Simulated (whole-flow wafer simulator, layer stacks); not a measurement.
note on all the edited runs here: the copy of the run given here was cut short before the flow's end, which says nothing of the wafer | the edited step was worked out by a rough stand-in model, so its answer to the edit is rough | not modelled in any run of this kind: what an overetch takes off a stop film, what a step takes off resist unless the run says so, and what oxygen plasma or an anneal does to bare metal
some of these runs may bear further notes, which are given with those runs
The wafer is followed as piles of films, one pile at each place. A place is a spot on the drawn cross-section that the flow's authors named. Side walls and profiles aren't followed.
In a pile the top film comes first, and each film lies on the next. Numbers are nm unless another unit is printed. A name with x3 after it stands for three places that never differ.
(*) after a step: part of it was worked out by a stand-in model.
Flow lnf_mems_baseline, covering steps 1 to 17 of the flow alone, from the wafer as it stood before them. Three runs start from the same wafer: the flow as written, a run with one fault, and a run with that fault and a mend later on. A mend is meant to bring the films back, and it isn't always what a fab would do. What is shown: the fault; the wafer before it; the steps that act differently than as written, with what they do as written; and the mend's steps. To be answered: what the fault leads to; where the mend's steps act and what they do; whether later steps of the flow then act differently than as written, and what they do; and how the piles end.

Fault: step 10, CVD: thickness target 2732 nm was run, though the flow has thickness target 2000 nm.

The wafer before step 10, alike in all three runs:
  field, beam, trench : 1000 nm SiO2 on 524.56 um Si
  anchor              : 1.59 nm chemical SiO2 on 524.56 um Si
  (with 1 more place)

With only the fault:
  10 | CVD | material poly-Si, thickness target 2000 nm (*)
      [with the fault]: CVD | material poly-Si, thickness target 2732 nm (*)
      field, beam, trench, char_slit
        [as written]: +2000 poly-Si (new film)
        [with the fault]: +2732 poly-Si (new film)
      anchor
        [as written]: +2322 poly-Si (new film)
        [with the fault]: +3282.5 poly-Si (new film)
  Later steps of the flow acting differently than as written (1 other step is not shown; it differs only slightly, by no more than 2% or 0.5 nm, whichever is larger):
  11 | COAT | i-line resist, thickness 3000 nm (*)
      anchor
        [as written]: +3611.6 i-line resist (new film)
        [with the fault]: +3396.2 i-line resist (new film)
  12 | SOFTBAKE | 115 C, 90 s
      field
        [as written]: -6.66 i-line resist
        [with the fault]: -5.46 i-line resist
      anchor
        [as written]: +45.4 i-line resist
        [with the fault]: +36.1 i-line resist
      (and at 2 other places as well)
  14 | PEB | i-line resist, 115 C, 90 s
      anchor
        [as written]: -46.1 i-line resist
        [with the fault]: -42.1 i-line resist
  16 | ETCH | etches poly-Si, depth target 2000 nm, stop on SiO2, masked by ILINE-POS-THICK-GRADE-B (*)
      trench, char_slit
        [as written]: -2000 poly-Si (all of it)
        [with the fault]: -2000 poly-Si
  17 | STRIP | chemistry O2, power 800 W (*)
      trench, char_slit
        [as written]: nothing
        [with the fault]: +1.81 chemical SiO2 (new film), -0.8 poly-Si
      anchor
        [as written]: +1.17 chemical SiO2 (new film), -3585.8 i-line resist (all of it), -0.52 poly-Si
        [with the fault]: +1.16 chemical SiO2 (new film), -3365.1 i-line resist (all of it), -0.51 poly-Si
  At field, anchor, beam, trench, char_slit, the piles at the end differ from the flow's by more than 2% or 0.5 nm, whichever is larger.
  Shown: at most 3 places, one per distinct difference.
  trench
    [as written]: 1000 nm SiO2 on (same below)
    [with the fault]: 1.81 nm chemical SiO2 on 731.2 nm poly-Si on 1000 nm SiO2 on (same below)
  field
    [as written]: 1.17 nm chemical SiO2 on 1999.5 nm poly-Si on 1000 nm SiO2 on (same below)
    [with the fault]: 1.16 nm chemical SiO2 on 2731.5 nm poly-Si on 1000 nm SiO2 on (same below)
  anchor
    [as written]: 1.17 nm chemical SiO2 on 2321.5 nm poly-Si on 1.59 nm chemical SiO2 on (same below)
    [with the fault]: 1.16 nm chemical SiO2 on 3282 nm poly-Si on 1.59 nm chemical SiO2 on (same below)

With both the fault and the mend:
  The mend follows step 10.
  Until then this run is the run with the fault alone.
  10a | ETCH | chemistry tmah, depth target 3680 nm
      field, beam, trench, char_slit
        -2732 poly-Si (all of it)
      anchor
        -3282.5 poly-Si (all of it)
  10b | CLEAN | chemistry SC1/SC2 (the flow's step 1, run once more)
      alters no film at any place that is followed
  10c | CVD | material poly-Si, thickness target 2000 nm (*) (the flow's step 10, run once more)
      field, beam, trench, char_slit
        +2000 poly-Si (new film)
      anchor
        +2322 poly-Si (new film)
  None of the later steps of the flow acts differently than as written at any place that is followed.
  By the end, the piles equal the flow's at every place that both follow.
